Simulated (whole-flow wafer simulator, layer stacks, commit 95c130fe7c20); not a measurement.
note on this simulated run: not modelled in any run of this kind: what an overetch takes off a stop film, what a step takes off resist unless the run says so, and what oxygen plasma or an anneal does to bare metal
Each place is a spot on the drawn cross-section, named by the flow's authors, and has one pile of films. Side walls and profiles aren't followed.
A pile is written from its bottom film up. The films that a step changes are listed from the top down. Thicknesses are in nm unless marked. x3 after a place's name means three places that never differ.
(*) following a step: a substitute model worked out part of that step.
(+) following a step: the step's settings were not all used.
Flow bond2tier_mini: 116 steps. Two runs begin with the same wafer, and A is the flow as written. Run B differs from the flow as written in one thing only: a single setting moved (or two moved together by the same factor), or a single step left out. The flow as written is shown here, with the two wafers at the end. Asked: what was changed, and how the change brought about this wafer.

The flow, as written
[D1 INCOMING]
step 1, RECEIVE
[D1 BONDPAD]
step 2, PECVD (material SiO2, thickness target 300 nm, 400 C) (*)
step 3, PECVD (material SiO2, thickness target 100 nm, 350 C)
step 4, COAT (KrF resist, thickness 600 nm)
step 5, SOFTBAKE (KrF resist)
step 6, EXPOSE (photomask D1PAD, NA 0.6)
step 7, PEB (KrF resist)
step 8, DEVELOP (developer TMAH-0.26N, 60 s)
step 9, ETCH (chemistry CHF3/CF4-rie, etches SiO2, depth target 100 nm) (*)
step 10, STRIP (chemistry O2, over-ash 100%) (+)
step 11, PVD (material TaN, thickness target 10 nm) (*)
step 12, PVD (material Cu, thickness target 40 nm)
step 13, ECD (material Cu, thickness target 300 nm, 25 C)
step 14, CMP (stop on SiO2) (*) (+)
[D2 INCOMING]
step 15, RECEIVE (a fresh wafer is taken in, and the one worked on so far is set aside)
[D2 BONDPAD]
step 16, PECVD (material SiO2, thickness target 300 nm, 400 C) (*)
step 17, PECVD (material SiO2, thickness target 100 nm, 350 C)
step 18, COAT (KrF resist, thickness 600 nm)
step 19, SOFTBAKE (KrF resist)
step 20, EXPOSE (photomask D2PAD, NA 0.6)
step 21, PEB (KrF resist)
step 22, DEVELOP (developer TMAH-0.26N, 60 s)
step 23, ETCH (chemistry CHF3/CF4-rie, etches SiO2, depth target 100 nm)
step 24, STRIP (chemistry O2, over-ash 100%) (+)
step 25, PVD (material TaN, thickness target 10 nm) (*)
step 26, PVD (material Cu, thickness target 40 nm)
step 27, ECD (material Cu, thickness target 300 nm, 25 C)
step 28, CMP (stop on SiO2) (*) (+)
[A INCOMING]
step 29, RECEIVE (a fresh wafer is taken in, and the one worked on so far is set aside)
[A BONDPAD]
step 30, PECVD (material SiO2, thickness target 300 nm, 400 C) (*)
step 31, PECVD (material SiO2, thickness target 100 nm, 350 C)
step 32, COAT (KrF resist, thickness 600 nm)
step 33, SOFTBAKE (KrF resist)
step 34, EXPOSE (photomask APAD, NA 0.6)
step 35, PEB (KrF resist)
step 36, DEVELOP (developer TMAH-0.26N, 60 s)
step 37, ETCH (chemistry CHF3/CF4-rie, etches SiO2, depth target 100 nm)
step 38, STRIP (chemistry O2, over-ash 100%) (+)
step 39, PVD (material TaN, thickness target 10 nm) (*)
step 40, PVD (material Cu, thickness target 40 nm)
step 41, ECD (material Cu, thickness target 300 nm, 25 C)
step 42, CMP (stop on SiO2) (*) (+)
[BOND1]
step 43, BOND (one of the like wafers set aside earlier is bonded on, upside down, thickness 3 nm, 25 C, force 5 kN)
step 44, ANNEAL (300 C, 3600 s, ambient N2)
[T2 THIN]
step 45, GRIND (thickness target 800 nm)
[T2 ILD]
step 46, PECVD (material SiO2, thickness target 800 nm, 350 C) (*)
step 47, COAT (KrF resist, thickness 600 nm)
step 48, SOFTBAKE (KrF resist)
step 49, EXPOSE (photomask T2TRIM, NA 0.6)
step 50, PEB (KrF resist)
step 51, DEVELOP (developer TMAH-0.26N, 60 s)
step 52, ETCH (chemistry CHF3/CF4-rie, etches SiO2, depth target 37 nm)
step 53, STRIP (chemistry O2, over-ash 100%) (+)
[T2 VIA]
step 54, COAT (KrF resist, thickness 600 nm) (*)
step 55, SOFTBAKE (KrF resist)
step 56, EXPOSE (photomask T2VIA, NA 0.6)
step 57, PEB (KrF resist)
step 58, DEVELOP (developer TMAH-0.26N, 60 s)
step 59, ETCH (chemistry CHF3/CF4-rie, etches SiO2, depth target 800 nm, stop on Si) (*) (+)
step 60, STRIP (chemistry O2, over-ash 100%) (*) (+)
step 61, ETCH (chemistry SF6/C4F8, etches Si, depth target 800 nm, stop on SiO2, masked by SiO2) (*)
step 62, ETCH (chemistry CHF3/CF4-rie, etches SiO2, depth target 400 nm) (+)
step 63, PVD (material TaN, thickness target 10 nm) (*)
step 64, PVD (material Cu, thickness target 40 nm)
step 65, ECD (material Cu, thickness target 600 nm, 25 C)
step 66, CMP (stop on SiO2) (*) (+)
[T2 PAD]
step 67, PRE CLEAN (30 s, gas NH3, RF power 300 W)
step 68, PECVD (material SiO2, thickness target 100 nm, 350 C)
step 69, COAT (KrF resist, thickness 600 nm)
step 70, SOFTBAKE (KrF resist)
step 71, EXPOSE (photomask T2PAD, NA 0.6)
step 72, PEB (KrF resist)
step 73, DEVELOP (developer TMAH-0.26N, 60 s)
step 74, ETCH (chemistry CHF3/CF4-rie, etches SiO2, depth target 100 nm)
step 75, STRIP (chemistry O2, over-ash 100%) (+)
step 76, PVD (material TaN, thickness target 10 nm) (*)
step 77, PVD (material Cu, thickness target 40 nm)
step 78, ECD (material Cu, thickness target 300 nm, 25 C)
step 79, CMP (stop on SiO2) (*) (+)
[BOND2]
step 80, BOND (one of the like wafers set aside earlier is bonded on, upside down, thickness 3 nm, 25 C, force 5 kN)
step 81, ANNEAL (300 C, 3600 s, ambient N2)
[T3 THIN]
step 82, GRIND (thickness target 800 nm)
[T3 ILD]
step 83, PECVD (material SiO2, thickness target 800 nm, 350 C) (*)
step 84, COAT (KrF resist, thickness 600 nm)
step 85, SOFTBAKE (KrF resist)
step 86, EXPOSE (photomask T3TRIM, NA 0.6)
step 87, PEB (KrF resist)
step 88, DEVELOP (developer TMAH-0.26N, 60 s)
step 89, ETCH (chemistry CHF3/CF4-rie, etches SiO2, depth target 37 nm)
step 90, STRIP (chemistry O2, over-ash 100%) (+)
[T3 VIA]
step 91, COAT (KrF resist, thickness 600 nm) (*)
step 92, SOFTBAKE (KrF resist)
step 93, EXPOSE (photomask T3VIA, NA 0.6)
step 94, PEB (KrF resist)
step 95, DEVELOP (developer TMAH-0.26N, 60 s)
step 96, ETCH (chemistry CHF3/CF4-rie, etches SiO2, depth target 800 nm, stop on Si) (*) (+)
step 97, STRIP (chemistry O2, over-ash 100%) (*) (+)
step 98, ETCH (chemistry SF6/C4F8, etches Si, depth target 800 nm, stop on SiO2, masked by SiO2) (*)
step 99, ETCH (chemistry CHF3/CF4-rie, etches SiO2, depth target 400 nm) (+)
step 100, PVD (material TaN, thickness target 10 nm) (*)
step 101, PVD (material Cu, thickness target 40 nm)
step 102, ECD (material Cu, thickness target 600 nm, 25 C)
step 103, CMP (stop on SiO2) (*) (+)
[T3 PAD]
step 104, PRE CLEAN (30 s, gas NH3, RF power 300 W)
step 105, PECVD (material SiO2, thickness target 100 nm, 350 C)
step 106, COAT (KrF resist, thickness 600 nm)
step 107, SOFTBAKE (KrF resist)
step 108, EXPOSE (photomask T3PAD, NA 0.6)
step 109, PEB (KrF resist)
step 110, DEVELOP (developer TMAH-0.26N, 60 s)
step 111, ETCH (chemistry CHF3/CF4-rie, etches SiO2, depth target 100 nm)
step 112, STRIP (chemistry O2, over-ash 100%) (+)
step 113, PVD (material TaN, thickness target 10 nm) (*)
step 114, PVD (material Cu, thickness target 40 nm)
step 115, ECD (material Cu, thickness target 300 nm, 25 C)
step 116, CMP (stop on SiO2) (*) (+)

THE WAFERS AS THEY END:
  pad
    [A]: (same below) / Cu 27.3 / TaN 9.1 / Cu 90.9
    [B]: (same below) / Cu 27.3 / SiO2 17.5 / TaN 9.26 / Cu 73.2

The reason: step 111, ETCH: depth target 82.5 nm was run, though the flow has depth target 100 nm.

The path from the change to this, step by step:
  step 111, ETCH (chemistry CHF3/CF4-rie, etches SiO2, depth target 100 nm)
      pad: A -100 SiO2 (all of it) | B -82.5 SiO2
      field: A -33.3 KrF resist | B -27.5 KrF resist
  step 115, ECD (material Cu, thickness target 300 nm, 25 C)
      pad: A +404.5 Cu | B +386.2 Cu
With metal films that touch counted as one body, pad has 4 bodies (between them, from the top down: SiO2 17.5; SiO2 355 / Si 800 / chemical SiO2 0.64 / SiO2 300; SiO2 355 / Si 800 / chemical SiO2 0.64 / SiO2 300); the flow as written gives 3 bodies (between them, from the top down: SiO2 355 / Si 800 / chemical SiO2 0.64 / SiO2 300; SiO2 355 / Si 800 / chemical SiO2 0.64 / SiO2 300).
